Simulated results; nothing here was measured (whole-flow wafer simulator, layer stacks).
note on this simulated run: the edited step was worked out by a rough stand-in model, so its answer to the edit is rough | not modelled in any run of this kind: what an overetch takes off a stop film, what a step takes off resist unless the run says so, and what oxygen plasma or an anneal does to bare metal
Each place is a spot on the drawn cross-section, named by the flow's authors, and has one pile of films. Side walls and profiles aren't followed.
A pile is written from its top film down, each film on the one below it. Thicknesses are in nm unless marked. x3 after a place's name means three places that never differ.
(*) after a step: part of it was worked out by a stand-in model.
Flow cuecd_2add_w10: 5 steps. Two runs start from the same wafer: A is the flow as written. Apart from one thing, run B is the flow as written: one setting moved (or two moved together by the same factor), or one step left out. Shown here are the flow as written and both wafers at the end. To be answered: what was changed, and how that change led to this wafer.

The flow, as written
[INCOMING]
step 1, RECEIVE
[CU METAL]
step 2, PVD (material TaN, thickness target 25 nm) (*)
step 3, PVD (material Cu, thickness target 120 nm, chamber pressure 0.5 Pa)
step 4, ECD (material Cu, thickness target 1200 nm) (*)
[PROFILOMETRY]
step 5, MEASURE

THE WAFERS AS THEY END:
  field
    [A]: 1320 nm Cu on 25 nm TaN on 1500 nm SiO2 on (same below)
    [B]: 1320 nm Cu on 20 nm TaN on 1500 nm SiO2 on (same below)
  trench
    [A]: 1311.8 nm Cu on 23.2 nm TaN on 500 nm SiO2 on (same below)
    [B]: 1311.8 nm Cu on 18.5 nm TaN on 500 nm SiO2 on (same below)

What caused this: step 2, PVD: thickness target 20 nm was run, though the flow has thickness target 25 nm.
The wafer itself shows it: field has TaN 20, and step 2 as written asks for 25 nm.

Step by step, how the change led to this:
  step 2, PVD (material TaN, thickness target 25 nm) (*)
      field: A TaN gains 25 (new film) | B TaN gains 20 (new film)
      trench: A TaN gains 23.2 (new film) | B TaN gains 18.5 (new film)
